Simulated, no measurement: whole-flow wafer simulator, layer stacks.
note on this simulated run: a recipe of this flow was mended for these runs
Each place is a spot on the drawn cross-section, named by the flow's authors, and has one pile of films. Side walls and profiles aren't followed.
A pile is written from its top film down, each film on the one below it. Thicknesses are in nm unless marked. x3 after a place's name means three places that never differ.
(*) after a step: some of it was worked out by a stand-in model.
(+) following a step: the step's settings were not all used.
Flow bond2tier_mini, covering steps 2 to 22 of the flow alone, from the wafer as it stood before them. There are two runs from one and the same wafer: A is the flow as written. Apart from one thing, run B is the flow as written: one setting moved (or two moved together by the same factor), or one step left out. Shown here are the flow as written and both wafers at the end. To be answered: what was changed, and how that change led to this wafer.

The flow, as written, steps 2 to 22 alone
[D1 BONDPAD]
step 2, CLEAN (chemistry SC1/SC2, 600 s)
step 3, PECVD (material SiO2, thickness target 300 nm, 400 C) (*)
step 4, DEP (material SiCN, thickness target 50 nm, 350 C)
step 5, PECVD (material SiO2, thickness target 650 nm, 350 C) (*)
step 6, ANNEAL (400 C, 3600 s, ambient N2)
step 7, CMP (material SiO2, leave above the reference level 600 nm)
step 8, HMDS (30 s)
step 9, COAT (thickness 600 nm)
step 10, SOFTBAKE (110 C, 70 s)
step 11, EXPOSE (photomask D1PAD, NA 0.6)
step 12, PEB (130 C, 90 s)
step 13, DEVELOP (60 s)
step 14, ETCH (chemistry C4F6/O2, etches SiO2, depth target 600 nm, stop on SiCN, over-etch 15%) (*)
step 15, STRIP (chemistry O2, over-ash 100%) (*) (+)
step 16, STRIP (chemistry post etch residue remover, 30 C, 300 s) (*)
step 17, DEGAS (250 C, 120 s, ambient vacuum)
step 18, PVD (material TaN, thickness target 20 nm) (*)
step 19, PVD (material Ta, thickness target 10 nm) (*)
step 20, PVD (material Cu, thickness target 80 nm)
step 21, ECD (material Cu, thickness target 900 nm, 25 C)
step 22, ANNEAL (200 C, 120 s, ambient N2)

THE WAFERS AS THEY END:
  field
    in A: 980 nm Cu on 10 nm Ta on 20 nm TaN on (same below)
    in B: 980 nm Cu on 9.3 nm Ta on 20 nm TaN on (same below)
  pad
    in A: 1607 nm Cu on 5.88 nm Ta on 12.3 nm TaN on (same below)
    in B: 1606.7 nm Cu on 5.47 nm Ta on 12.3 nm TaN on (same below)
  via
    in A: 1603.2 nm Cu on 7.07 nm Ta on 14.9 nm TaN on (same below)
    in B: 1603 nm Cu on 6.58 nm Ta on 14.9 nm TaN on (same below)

The reason: step 19, PVD: thickness target 9.3 nm was run, though the flow has thickness target 10 nm.
One can read it off the wafer: field has Ta 9.3, and step 19 as written asks for 10 nm.

The path from the change to this, step by step:
  step 19, PVD (material Ta, thickness target 10 nm) (*)
      field: A Ta gains 10 (new film) | B Ta gains 9.3 (new film)
